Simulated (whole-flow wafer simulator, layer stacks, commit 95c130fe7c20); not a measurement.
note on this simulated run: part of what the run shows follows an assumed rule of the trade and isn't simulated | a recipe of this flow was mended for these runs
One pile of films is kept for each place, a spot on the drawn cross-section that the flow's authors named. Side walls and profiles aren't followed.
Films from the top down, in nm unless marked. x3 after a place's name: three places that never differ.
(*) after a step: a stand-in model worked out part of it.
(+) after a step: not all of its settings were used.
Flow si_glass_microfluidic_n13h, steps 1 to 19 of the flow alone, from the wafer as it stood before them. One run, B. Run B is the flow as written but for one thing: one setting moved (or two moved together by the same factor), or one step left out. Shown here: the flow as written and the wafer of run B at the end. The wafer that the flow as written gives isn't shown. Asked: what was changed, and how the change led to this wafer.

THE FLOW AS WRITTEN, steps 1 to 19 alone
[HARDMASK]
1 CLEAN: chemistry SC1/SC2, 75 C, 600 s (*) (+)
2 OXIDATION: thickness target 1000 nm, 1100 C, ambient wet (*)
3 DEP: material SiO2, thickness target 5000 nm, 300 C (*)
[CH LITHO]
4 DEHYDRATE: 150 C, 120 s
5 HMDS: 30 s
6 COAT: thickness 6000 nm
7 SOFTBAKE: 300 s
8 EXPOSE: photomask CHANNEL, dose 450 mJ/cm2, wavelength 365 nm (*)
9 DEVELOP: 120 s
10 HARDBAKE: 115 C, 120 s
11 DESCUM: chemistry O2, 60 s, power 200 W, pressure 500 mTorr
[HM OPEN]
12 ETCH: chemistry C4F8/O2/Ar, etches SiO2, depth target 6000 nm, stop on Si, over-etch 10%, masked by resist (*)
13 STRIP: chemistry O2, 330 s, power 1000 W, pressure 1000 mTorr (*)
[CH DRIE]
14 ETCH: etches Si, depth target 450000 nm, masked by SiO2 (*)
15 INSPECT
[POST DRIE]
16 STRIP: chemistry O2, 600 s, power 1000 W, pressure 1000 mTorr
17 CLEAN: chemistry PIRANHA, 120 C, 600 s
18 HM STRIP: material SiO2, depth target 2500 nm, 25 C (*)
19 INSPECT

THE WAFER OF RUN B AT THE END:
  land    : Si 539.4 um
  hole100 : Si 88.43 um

The cause: step 2, OXIDATION: thickness target 1360 nm was run, where the flow has thickness target 1000 nm; step 12, ETCH: depth target 8160 nm was run, where the flow has depth target 6000 nm.

How the change led to this, step by step:
  2 OXIDATION: thickness target 1000 nm, 1100 C, ambient wet (*)
      land, hole100: SiO2 +1360 (new film), chemical SiO2 -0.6 (all of it), Si -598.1 (as written it would be: SiO2 +1000 (new film), chemical SiO2 -0.6 (all of it), Si -439.7)
  12 ETCH: chemistry C4F8/O2/Ar, etches SiO2, depth target 6000 nm, stop on Si, over-etch 10%, masked by resist (*)
      land: thick-i-line-resist -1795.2 (as written it would be: thick-i-line-resist -1320)
      hole100: SiO2 -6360 (all of it), Si -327 (as written it would be: SiO2 -6000 (all of it), Si -75)
  13 STRIP: chemistry O2, 330 s, power 1000 W, pressure 1000 mTorr (*)
      land: thick-i-line-resist -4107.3 (all of it) (as written it would be: thick-i-line-resist -4582.5 (all of it))
  18 HM STRIP: material SiO2, depth target 2500 nm, 25 C (*)
      land: SiO2 -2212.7 (all of it) (as written it would be: SiO2 -1854.4 (all of it))
